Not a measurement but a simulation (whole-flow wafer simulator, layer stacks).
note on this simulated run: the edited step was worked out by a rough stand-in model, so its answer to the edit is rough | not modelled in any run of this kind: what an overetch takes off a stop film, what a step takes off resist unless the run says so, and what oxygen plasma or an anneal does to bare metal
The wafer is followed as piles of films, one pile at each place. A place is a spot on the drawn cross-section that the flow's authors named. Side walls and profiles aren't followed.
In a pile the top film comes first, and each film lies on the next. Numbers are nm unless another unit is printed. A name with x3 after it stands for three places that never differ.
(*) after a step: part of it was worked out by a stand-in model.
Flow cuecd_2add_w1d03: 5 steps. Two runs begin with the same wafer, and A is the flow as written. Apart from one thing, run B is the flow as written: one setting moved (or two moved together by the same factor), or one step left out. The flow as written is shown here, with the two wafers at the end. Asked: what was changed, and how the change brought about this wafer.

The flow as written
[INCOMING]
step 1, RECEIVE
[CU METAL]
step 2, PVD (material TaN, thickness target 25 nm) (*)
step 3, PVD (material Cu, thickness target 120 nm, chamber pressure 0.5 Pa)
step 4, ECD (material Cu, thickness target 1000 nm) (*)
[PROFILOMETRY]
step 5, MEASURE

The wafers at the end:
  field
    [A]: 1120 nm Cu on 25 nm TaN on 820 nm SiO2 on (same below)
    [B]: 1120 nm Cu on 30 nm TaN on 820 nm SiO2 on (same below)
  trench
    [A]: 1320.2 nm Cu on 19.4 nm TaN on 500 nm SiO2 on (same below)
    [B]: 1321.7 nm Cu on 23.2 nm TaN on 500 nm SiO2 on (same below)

What caused this: step 2, PVD: thickness target 30 nm was run, while the flow as written has thickness target 25 nm.
The wafer lets one read it off: field has TaN 30, and step 2 as written asks for 25 nm.

The path from the change to this, step by step:
  step 2, PVD (material TaN, thickness target 25 nm) (*)
      field: A +25 TaN (new film) | B +30 TaN (new film)
      trench: A +19.4 TaN (new film) | B +23.2 TaN (new film)
